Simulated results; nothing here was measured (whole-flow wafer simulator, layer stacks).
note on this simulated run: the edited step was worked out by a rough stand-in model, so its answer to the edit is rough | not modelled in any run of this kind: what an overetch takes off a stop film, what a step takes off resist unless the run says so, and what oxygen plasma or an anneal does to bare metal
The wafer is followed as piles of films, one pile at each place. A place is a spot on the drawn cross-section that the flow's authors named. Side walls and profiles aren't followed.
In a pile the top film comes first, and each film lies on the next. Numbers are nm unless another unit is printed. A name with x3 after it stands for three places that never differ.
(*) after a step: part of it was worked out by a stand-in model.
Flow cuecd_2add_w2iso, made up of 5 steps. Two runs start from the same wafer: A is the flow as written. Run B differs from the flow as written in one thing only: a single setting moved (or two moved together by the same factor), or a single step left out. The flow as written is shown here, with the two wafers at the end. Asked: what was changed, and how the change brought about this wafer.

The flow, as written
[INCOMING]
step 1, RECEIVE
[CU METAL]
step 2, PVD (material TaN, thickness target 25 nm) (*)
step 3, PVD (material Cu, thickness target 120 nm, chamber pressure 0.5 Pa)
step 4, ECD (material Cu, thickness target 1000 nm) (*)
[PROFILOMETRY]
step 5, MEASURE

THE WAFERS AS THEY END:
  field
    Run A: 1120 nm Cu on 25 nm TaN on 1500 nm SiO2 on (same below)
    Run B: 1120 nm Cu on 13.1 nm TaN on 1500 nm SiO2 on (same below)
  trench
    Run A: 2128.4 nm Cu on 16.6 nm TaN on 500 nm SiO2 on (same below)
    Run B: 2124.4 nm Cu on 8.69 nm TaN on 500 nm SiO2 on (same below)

What caused this: step 2, PVD: thickness target 13.1 nm was run, while the flow as written has thickness target 25 nm.
The wafer lets one read it off: field has TaN 13.1, and step 2 as written asks for 25 nm.

Step by step, how the change led to this:
  step 2, PVD (material TaN, thickness target 25 nm) (*)
      field: A +25 TaN (new film) | B +13.1 TaN (new film)
      trench: A +16.6 TaN (new film) | B +8.69 TaN (new film)
